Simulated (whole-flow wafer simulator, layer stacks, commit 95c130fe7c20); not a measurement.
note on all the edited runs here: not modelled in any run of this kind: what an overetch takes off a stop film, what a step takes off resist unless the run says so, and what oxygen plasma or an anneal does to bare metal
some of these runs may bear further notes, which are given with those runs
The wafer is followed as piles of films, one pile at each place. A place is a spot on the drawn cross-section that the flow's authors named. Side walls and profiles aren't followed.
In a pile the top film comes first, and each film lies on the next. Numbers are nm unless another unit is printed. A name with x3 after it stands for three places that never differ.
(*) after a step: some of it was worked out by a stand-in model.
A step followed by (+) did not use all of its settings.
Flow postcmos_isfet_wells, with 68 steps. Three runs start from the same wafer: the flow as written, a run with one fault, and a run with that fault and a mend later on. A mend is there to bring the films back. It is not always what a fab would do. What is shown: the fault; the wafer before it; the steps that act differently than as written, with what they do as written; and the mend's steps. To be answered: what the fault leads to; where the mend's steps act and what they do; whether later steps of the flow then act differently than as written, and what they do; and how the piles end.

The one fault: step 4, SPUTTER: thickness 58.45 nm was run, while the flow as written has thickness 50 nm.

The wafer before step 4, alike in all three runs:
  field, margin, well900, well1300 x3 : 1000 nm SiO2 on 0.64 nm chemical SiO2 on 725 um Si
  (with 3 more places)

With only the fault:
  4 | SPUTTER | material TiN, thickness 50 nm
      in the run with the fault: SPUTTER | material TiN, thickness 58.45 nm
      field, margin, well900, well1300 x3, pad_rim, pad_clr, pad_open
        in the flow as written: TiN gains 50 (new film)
        in the run with the fault: TiN gains 58.5 (new film)
  Steps later in the flow that act otherwise than as written (1 more step, not shown, differs only slightly: by at most 2% or 0.5 nm, whichever is larger):
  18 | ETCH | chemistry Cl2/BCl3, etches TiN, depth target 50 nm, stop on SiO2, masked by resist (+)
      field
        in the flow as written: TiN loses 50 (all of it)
        in the run with the fault: TiN loses 50
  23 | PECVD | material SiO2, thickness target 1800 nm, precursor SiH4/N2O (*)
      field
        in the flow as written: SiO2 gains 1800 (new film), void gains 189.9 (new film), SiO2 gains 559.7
        in the run with the fault: SiO2 gains 1800 (new film), void gains 190.2 (new film), SiO2 gains 559.8 (new film)
  By the end, the piles at field, margin, well900, well1300 x3, pad_rim, pad_clr, pad_open depart from the flow's by more than 2% or 0.5 nm, whichever is larger.
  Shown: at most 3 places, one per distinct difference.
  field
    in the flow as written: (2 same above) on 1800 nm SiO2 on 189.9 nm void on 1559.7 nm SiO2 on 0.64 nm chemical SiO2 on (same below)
    in the run with the fault: (2 same above) on 1800 nm SiO2 on 190.2 nm void on 559.8 nm SiO2 on 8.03 nm TiN on 1000 nm SiO2 on 0.64 nm chemical SiO2 on (same below)
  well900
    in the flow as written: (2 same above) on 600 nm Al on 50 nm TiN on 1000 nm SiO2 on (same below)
    in the run with the fault: (2 same above) on 600 nm Al on 58.5 nm TiN on 1000 nm SiO2 on (same below)
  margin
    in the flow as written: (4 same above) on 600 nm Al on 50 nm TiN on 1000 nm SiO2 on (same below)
    in the run with the fault: (4 same above) on 600 nm Al on 58.5 nm TiN on 1000 nm SiO2 on (same below)

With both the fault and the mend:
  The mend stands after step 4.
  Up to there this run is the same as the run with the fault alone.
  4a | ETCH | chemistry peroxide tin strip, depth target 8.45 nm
      field, margin, well900, well1300 x3, pad_rim, pad_clr, pad_open
        TiN loses 8.45
  None of the later steps of the flow acts differently than as written at any place that is followed.
  At every place that both follow, the piles at the end match the flow's.
